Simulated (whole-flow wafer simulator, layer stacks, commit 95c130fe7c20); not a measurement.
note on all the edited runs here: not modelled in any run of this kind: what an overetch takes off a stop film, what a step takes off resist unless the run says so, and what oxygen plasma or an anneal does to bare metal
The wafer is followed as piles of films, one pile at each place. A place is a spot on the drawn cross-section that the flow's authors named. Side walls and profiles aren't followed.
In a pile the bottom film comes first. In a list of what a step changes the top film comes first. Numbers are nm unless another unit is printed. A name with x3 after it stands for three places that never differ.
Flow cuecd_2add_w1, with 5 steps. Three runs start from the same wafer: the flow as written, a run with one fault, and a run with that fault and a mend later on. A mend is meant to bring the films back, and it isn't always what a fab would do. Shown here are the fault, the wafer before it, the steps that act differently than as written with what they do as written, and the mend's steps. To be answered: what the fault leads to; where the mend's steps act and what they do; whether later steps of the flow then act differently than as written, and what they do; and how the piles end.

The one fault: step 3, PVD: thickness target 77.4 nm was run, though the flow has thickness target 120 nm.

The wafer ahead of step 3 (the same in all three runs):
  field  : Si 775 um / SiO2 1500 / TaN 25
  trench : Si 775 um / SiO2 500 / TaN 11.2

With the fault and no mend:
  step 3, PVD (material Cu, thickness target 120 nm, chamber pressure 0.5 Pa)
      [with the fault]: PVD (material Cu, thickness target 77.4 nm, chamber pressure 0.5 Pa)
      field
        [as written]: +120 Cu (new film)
        [with the fault]: +77.4 Cu (new film)
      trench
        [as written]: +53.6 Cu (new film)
        [with the fault]: +35 Cu (new film)
  Every later step of the flow that is run acts as written, at every place that is followed, to within 2% or 0.5 nm, whichever is larger.
  At field, the piles at the end differ from the flow's by more than 2% or 0.5 nm, whichever is larger.
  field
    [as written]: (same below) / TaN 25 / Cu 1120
    [with the fault]: (same below) / TaN 25 / Cu 1077.4

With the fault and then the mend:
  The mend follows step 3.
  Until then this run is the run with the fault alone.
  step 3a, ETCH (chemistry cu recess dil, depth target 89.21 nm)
      field
        -77.4 Cu (all of it)
      trench
        -35 Cu (all of it)
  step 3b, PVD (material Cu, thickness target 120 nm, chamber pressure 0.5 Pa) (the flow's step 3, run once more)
      field
        +120 Cu (new film)
      trench
        +53.6 Cu (new film)
  Every later step of the flow that is run acts as written at every place that is followed.
  By the end, the piles equal the flow's at every place that both follow.
